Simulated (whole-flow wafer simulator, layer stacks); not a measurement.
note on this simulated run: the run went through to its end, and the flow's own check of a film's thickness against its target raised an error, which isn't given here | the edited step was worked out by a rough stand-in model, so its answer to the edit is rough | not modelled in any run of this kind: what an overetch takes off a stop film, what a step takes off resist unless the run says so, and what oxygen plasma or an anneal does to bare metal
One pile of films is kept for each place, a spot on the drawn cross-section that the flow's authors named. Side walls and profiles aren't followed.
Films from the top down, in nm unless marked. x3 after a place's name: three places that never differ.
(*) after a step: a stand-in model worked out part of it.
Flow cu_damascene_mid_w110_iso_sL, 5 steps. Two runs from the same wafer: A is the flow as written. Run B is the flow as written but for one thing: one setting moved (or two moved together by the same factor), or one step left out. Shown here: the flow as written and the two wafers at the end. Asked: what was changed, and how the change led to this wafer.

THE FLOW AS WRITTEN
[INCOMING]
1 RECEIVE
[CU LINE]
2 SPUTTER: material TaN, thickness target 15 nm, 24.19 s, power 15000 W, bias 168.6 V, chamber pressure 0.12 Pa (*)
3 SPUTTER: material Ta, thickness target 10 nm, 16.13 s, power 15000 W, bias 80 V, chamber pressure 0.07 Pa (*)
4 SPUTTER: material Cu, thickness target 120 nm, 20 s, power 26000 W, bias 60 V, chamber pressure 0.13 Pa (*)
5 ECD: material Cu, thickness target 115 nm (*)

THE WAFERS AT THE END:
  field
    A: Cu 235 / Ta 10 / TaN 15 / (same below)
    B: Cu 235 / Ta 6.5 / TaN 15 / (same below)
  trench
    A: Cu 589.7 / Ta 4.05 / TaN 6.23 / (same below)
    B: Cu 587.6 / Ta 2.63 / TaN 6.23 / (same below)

The cause: step 3, SPUTTER: thickness target 6.5 nm was run, where the flow has thickness target 10 nm; step 3, SPUTTER: 10.48 s was run, where the flow has 16.13 s.
It can be read off the wafer: field has Ta 6.5, and step 3 as written asks for 10 nm.

How the change led to this, step by step:
  3 SPUTTER: material Ta, thickness target 10 nm, 16.13 s, power 15000 W, bias 80 V, chamber pressure 0.07 Pa (*)
      field: A Ta +10 (new film) | B Ta +6.5 (new film)
      trench: A Ta +4.05 (new film) | B Ta +2.63 (new film)
